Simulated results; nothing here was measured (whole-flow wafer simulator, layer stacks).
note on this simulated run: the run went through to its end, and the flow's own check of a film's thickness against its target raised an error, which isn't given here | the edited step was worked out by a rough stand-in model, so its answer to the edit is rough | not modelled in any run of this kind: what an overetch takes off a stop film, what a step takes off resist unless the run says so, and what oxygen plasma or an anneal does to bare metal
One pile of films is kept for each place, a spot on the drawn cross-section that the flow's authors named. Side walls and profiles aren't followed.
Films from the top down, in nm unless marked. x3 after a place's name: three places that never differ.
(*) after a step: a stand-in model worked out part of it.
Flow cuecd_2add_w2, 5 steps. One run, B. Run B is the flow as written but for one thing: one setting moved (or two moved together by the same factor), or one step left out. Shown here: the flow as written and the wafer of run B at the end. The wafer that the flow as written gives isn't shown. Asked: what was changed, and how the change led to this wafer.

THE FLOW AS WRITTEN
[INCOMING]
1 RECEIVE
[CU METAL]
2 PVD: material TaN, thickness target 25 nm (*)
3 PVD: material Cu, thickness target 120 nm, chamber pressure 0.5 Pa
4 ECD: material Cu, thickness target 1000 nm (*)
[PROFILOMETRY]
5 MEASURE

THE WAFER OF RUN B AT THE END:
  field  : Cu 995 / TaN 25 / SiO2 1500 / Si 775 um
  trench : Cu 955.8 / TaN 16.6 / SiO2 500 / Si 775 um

The cause: step 4, ECD: thickness target 875 nm was run, where the flow has thickness target 1000 nm.

How the change led to this, step by step:
  4 ECD: material Cu, thickness target 1000 nm (*)
      field: Cu +875 (as written it would be: Cu +1000)
      trench: Cu +875 (as written it would be: Cu +2047.6)
